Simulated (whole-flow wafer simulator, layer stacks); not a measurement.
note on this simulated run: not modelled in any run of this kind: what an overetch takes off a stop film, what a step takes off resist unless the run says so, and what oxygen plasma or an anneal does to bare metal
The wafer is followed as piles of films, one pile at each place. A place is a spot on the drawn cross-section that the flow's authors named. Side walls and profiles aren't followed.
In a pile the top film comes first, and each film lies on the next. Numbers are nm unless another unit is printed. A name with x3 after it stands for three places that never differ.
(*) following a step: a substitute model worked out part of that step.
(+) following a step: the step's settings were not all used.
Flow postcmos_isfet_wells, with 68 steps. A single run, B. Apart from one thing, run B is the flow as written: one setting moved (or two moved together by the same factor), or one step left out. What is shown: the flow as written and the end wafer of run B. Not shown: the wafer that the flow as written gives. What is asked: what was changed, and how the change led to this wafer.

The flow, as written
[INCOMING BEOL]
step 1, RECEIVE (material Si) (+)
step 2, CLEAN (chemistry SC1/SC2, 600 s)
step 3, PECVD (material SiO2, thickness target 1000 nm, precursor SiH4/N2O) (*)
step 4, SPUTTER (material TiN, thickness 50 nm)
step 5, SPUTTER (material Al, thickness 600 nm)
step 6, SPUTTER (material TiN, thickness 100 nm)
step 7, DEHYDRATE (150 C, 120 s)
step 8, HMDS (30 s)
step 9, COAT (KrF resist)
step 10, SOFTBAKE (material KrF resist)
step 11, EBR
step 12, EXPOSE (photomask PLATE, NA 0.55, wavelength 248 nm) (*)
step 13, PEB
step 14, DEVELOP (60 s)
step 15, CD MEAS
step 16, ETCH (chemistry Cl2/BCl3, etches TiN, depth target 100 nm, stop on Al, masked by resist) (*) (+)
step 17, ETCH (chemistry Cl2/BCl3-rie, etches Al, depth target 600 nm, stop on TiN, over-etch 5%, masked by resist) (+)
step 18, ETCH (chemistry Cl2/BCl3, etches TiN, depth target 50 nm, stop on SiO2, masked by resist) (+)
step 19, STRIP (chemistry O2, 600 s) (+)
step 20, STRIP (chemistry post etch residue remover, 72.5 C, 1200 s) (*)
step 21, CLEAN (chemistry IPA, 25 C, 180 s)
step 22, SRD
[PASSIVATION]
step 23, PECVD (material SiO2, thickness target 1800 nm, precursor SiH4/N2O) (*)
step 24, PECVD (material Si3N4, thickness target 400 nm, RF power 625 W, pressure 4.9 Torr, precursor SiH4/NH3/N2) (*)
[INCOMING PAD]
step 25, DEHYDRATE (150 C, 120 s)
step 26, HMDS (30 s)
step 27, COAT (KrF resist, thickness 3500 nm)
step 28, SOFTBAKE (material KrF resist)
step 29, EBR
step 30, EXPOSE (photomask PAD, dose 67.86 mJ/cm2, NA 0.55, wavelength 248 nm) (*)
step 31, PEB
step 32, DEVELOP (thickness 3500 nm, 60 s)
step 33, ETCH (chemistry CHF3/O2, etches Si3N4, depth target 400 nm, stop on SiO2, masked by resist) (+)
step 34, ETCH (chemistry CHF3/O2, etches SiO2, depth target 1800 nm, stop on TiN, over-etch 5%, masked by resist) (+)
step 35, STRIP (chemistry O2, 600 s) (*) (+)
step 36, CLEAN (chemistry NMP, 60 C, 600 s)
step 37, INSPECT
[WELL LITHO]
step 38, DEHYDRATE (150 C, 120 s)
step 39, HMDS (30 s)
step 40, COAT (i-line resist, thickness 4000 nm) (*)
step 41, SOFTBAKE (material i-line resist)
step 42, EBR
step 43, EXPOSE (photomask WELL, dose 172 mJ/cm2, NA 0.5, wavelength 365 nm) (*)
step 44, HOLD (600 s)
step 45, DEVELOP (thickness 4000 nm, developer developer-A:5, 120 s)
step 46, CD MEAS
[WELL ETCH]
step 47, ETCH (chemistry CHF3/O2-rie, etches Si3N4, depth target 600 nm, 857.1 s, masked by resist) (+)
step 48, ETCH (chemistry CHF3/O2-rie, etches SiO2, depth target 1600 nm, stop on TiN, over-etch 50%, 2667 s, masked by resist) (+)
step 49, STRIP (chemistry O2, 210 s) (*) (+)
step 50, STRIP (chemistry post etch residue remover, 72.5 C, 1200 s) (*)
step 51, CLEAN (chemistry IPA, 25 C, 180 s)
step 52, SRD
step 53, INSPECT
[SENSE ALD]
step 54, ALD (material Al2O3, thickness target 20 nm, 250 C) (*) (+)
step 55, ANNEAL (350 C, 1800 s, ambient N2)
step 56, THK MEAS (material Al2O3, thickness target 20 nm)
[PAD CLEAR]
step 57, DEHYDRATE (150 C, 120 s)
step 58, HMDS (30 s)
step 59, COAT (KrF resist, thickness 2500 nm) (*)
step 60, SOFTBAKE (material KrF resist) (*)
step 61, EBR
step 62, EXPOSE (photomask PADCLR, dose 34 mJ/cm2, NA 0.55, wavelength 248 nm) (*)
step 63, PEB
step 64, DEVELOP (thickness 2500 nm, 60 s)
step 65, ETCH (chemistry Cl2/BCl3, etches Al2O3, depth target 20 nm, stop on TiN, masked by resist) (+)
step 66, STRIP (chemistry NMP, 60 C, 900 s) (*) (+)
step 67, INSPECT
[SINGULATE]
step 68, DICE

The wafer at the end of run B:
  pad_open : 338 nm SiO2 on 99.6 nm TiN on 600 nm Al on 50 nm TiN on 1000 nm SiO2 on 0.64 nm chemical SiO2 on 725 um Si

What caused this: step 34, ETCH: depth target 1462 nm was run, whereas the flow has depth target 1800 nm.

How this came from the change, step by step:
  step 34, ETCH (chemistry CHF3/O2, etches SiO2, depth target 1800 nm, stop on TiN, over-etch 5%, masked by resist) (+)
      pad_open: SiO2 loses 1462 (in the flow as written it would be: SiO2 loses 1800 (all of it))
      field, margin, well900, well1300, well2000, well3000, pad_rim, pad_clr: KrF resist loses 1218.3 (in the flow as written it would be: KrF resist loses 1500)
  step 35, STRIP (chemistry O2, 600 s) (*) (+)
      field, margin, well900, well1300, well2000, well3000, pad_rim, pad_clr: KrF resist loses 1920.1 (all of it) (in the flow as written it would be: KrF resist loses 1638.4 (all of it))
  step 40, COAT (i-line resist, thickness 4000 nm) (*)
      pad_clr: i-line resist gains 3363.3 (new film) (in the flow as written it would be: i-line resist gains 3256.8 (new film))
      pad_open: i-line resist gains 4682.9 (new film) (in the flow as written it would be: i-line resist gains 4804.7 (new film))
  step 41, SOFTBAKE (material i-line resist)
      pad_clr: i-line resist loses 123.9 (in the flow as written it would be: i-line resist loses 156.7)
      pad_open: i-line resist gains 100.1 (in the flow as written it would be: i-line resist gains 115.3)
  step 49, STRIP (chemistry O2, 210 s) (*) (+)
      pad_clr: i-line resist loses 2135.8 (all of it) (in the flow as written it would be: i-line resist loses 1996.5 (all of it))
      pad_open: i-line resist loses 3679.4 (all of it) (in the flow as written it would be: i-line resist loses 3816.3 (all of it))
  step 59, COAT (KrF resist, thickness 2500 nm) (*)
      pad_rim: KrF resist gains 2053.4 (new film) (in the flow as written it would be: KrF resist gains 1976.4 (new film))
      pad_clr: KrF resist gains 1805.7 (new film) (in the flow as written it would be: KrF resist gains 1691.6 (new film))
      (also at 1 further place)
  step 60, SOFTBAKE (material KrF resist) (*)
      pad_clr: KrF resist loses 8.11 (in the flow as written it would be: KrF resist loses 9.57)
  step 64, DEVELOP (thickness 2500 nm, 60 s)
      pad_clr: KrF resist loses 1797.6 (all of it) (in the flow as written it would be: KrF resist loses 1682 (all of it))
      pad_open: KrF resist loses 2982 (all of it) (in the flow as written it would be: KrF resist loses 3067.2 (all of it))
  step 66, STRIP (chemistry NMP, 60 C, 900 s) (*) (+)
      pad_rim: KrF resist loses 2014.4 (all of it) (in the flow as written it would be: KrF resist loses 1937.7 (all of it))
